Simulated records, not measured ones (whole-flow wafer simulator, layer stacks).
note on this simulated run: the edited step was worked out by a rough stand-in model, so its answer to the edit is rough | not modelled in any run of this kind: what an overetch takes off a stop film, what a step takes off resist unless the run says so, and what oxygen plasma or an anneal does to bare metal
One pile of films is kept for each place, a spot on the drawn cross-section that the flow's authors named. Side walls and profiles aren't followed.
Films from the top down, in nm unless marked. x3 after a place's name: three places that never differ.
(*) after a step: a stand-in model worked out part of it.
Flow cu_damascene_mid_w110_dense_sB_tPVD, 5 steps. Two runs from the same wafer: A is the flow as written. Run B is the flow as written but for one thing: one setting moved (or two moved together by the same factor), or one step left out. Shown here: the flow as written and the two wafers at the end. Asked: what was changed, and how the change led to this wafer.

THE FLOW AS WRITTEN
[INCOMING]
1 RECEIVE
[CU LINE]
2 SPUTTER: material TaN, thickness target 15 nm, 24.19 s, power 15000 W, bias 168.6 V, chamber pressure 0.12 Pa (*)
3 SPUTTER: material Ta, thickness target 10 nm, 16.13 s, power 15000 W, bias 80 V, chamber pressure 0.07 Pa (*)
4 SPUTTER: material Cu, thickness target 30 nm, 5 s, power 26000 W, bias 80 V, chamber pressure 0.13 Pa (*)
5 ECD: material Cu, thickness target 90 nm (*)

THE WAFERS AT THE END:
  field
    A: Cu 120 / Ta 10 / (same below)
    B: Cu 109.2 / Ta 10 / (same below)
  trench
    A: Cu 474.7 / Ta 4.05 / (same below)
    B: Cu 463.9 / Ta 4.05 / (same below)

The cause: step 4, SPUTTER: power 16640 W was run, where the flow has power 26000 W.

How the change led to this, step by step:
  4 SPUTTER: material Cu, thickness target 30 nm, 5 s, power 26000 W, bias 80 V, chamber pressure 0.13 Pa (*)
      field: A Cu +30 (new film) | B Cu +19.2 (new film)
      trench: A Cu +12.5 (new film) | B Cu +7.36 (new film)
